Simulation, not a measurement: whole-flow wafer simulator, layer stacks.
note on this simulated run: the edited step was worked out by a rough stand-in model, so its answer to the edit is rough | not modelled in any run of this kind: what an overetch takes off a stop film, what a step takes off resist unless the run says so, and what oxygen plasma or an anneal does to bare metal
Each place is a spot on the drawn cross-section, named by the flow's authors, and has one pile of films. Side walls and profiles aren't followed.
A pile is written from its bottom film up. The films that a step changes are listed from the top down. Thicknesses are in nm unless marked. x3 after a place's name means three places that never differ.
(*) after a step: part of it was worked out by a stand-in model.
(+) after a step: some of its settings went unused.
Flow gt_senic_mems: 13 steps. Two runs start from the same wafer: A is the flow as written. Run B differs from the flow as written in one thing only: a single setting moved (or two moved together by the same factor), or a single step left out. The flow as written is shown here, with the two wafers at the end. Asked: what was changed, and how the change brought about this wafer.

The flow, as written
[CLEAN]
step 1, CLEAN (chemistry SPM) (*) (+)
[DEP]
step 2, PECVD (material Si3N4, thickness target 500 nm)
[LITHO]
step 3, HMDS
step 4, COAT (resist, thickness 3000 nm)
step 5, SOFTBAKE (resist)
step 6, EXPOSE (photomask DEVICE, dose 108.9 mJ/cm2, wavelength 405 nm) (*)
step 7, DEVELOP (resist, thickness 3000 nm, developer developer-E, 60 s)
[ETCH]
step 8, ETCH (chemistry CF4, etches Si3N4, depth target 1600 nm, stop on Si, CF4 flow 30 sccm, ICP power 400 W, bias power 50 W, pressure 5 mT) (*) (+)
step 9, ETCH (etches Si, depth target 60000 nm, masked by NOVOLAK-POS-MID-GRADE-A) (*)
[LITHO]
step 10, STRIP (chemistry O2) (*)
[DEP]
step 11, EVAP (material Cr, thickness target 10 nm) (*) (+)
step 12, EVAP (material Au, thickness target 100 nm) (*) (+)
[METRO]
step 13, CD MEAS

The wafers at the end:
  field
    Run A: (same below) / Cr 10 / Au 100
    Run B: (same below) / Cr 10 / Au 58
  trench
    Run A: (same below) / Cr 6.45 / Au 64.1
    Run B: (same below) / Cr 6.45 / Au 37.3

What caused this: step 12, EVAP: thickness target 58 nm was run, while the flow as written has thickness target 100 nm.
The wafer itself shows it: field has Au 58, and step 12 as written asks for 100 nm.

How this came from the change, step by step:
  step 12, EVAP (material Au, thickness target 100 nm) (*) (+)
      field: A Au gains 100 (new film) | B Au gains 58 (new film)
      trench: A Au gains 64.1 (new film) | B Au gains 37.3 (new film)
